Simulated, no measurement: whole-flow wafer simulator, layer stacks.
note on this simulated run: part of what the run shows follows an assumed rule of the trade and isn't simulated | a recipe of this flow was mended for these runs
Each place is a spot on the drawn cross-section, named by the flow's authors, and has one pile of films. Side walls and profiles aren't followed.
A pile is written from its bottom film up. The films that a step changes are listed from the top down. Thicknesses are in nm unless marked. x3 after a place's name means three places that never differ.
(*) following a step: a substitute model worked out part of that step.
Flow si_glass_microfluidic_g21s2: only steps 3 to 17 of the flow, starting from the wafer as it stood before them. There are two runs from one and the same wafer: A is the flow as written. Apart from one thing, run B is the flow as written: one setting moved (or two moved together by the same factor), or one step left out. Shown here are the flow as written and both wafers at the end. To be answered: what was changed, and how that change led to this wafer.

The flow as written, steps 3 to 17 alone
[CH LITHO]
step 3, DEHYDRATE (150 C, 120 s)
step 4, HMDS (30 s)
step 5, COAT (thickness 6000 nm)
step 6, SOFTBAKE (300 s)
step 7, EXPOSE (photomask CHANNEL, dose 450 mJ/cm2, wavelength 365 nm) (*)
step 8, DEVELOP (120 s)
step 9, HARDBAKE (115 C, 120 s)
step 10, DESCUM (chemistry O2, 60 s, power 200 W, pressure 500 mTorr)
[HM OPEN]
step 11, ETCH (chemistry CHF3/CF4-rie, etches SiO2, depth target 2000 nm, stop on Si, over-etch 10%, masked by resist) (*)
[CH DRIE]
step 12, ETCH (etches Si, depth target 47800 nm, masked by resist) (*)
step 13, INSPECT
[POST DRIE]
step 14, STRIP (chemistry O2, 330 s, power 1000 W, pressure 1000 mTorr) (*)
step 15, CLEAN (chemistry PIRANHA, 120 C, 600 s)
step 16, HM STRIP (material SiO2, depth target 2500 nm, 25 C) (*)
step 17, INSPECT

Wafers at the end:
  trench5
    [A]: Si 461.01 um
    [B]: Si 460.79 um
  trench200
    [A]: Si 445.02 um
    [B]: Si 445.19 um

What caused this: step 5, COAT: thickness 5100 nm was run, while the flow as written has thickness 6000 nm.

The path from the change to this, step by step:
  step 5, COAT (thickness 6000 nm)
      land, trench20, trench5, trench200: A thick-i-line-resist gains 6000 (new film) | B thick-i-line-resist gains 5100 (new film)
  step 8, DEVELOP (120 s)
      trench20, trench5, trench200: A thick-i-line-resist loses 6000 (all of it) | B thick-i-line-resist loses 5100 (all of it)
  step 9, HARDBAKE (115 C, 120 s)
      land: A thick-i-line-resist loses 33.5 | B thick-i-line-resist loses 26.5
  step 12, ETCH (etches Si, depth target 47800 nm, masked by resist) (*)
      trench5: A Si loses 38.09 um | B Si loses 38.31 um
      trench200: A Si loses 54.08 um | B Si loses 53.91 um
  step 14, STRIP (chemistry O2, 330 s, power 1000 W, pressure 1000 mTorr) (*)
      land: A thick-i-line-resist loses 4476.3 (all of it) | B thick-i-line-resist loses 3585.5 (all of it)
